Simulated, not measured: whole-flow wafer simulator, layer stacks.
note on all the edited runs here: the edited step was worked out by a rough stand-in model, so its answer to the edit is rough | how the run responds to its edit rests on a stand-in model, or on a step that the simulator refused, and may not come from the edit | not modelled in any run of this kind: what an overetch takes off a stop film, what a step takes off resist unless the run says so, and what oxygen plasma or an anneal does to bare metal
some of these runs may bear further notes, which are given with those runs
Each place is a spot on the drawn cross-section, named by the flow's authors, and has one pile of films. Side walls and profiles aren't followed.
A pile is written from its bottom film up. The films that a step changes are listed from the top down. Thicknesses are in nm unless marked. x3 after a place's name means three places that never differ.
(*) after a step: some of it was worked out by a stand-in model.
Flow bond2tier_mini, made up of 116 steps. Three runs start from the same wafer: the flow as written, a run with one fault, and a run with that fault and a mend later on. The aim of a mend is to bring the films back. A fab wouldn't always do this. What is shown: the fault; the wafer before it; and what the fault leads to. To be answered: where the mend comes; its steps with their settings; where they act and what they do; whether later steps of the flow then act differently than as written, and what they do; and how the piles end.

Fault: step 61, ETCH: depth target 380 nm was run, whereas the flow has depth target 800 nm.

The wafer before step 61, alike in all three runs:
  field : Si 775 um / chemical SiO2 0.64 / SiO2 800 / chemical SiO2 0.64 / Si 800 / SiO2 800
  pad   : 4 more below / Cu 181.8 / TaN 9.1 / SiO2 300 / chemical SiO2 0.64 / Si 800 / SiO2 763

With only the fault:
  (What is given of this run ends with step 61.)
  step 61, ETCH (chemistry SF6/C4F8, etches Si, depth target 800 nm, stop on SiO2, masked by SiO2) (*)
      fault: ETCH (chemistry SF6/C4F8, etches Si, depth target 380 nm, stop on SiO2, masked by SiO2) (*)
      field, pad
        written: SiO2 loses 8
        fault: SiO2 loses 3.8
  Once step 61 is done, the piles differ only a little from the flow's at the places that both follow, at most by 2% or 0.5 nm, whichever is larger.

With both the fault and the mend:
  After step 61 comes the mend.
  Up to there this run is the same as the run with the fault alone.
  step 61a, ETCH (chemistry SF6/C4F8, etches Si, depth target 420 nm, stop on SiO2, masked by SiO2) (*) (a further turn of the flow's step 61, with different settings)
      field, pad
        SiO2 loses 4.2
  Later steps of the flow that are run all act as written at every place that is followed.
  The piles end the same as the flow's at every place that both follow.
